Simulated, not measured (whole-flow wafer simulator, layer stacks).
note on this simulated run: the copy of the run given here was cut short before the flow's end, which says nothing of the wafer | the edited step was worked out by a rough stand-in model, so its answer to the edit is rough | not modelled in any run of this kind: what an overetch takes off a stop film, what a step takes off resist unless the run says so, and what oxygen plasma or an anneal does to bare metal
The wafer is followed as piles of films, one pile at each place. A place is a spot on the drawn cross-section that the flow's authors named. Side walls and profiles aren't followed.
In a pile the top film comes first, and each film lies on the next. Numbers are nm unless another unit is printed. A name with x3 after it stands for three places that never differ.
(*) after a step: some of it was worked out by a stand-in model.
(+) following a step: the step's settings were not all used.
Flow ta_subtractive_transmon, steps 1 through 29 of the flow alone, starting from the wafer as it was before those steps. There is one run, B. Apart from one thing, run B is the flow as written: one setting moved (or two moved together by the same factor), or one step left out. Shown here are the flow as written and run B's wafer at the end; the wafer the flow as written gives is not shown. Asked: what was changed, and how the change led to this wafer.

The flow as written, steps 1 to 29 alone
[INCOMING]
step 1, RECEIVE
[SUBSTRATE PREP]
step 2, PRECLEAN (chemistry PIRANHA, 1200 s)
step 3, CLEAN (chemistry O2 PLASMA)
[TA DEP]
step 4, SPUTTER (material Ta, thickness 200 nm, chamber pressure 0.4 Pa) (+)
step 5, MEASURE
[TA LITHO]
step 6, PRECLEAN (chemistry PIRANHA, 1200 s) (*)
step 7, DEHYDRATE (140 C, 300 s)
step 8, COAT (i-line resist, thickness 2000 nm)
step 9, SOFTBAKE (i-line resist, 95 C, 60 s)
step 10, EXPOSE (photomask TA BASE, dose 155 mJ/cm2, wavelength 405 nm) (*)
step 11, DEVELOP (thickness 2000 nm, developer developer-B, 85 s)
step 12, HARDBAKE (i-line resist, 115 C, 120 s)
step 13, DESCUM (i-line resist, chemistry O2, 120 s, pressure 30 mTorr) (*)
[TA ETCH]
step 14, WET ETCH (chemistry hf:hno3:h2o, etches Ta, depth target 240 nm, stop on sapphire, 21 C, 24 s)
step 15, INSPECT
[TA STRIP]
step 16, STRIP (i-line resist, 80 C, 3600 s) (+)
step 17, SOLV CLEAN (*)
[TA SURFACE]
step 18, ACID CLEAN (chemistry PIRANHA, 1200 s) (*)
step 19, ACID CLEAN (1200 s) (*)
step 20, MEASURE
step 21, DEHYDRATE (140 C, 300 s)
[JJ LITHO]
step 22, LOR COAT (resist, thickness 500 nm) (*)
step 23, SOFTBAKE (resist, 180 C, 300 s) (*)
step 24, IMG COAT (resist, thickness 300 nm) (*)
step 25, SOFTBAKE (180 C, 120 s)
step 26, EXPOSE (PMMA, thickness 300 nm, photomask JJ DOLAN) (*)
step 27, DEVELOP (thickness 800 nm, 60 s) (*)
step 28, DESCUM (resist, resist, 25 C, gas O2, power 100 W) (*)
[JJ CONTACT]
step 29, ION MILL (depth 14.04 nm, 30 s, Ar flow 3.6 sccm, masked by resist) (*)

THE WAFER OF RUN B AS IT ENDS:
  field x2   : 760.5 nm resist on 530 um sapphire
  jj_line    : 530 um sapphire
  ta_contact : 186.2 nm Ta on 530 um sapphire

Cause: step 29, ION MILL: depth 20 nm was run, though the flow has depth 14.04 nm; step 29, ION MILL: 42.8 s was run, where the flow has 30 s.

The path from the change to this, step by step:
  step 29, ION MILL (depth 14.04 nm, 30 s, Ar flow 3.6 sccm, masked by resist) (*)
      field x2, ta_pad: resist loses 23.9 (in the flow as written it would be: resist loses 16.8)
      jj_line, lead: sapphire loses 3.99 (in the flow as written it would be: sapphire loses 2.8)
      (also at 1 further place)
